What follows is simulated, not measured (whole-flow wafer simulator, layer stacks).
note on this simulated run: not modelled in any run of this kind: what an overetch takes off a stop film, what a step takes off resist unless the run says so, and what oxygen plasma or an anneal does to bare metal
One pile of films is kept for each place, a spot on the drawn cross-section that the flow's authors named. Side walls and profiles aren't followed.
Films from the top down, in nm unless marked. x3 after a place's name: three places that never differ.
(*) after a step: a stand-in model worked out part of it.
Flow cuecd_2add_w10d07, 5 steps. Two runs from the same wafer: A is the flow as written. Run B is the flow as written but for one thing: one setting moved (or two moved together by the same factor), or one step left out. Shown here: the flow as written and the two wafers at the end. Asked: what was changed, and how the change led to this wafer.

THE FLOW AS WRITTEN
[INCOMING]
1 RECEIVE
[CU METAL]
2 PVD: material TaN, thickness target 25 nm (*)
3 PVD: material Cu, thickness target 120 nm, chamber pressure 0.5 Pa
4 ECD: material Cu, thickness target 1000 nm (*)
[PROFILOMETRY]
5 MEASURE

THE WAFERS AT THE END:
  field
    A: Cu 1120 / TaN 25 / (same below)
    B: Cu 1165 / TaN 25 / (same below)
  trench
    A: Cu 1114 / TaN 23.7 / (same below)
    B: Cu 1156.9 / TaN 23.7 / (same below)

The cause: step 3, PVD: thickness target 165 nm was run, where the flow has thickness target 120 nm.

How the change led to this, step by step:
  3 PVD: material Cu, thickness target 120 nm, chamber pressure 0.5 Pa
      field: A Cu +120 (new film) | B Cu +165 (new film)
      trench: A Cu +114 (new film) | B Cu +156.9 (new film)
